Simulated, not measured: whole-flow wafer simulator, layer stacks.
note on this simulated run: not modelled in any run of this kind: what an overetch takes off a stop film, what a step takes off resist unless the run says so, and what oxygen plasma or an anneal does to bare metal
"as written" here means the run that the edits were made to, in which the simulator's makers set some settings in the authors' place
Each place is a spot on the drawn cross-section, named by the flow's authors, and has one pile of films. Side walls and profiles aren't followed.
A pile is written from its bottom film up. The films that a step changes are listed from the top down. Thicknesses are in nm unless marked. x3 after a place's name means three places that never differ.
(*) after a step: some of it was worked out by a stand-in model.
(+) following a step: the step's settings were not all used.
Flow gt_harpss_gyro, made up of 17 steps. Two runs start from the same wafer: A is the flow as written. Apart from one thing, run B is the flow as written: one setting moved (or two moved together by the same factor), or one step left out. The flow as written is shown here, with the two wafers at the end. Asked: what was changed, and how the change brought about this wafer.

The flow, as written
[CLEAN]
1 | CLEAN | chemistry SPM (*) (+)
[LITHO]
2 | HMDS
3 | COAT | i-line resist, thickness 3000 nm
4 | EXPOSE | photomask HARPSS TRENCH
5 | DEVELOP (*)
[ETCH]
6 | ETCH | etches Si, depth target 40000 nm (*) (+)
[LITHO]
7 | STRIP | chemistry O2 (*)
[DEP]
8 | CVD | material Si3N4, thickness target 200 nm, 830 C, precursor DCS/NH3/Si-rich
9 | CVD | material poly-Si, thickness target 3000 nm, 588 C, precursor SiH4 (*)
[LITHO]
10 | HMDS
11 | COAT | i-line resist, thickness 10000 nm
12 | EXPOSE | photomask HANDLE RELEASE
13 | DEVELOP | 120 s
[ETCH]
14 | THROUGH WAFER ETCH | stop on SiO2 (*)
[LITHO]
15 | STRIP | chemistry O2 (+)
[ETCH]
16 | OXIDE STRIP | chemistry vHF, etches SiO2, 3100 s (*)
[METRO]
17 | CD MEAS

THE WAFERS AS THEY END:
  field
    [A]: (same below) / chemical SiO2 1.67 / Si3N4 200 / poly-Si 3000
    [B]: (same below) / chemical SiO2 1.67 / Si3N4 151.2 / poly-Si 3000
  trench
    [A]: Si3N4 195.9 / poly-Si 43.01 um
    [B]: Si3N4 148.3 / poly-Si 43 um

What caused this: step 8, CVD: thickness target 151.2 nm was run, whereas the flow has thickness target 200 nm.
The wafer itself shows it: field has Si3N4 151.2, and step 8 as written asks for 200 nm.

Step by step, how the change led to this:
  8 | CVD | material Si3N4, thickness target 200 nm, 830 C, precursor DCS/NH3/Si-rich
      field: A Si3N4 gains 200 (new film) | B Si3N4 gains 151.2 (new film)
      trench: A Si3N4 gains 195.9 (new film) | B Si3N4 gains 148.3 (new film)
  9 | CVD | material poly-Si, thickness target 3000 nm, 588 C, precursor SiH4 (*)
      trench: A poly-Si gains 43.01 um (new film) | B poly-Si gains 43 um (new film)
